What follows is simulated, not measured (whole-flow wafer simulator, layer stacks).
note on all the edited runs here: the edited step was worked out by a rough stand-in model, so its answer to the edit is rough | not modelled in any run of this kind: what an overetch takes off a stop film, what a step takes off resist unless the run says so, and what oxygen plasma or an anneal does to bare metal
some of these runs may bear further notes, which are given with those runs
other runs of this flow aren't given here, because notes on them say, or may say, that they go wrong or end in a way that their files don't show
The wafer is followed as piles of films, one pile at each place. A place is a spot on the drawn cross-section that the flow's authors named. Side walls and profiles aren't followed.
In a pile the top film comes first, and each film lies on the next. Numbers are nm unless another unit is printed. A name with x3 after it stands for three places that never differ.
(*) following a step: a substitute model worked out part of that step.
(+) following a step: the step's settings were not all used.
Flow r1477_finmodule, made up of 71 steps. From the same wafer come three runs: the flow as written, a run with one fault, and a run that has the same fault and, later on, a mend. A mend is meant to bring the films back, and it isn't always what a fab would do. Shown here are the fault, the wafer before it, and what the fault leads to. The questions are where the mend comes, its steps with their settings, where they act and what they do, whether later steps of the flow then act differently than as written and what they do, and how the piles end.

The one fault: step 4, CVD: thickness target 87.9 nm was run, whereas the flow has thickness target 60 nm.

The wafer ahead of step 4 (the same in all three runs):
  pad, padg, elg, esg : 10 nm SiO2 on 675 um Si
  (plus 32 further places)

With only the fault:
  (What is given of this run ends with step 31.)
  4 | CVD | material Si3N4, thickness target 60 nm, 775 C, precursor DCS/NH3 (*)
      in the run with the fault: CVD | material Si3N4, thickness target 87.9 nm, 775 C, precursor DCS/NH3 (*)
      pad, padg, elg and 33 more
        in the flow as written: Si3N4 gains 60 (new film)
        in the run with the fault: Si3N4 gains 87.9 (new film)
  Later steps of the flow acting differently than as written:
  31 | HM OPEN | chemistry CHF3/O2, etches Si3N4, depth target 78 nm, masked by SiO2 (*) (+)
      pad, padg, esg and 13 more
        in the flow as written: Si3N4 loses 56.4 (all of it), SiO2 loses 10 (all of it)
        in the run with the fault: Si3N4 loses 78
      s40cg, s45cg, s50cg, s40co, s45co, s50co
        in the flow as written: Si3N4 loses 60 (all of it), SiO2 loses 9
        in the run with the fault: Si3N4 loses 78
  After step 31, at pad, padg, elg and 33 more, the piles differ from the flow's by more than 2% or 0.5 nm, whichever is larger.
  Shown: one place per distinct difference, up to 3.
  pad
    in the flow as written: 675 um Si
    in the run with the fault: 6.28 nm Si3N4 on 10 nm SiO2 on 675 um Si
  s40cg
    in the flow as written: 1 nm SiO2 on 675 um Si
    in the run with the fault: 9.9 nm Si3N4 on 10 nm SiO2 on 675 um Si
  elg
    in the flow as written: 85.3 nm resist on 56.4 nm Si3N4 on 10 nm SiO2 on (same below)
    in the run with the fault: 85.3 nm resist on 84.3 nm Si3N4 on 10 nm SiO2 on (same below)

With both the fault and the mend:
  After step 5 comes the mend.
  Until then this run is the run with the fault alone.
  5a | ETCH | chemistry h3po4, depth target 27.9 nm
      pad, padg, elg and 33 more
        Si3N4 loses 27.9
  Every later step of the flow that is run acts as written at every place that is followed.
  At every place that both follow, the piles at the end match the flow's.
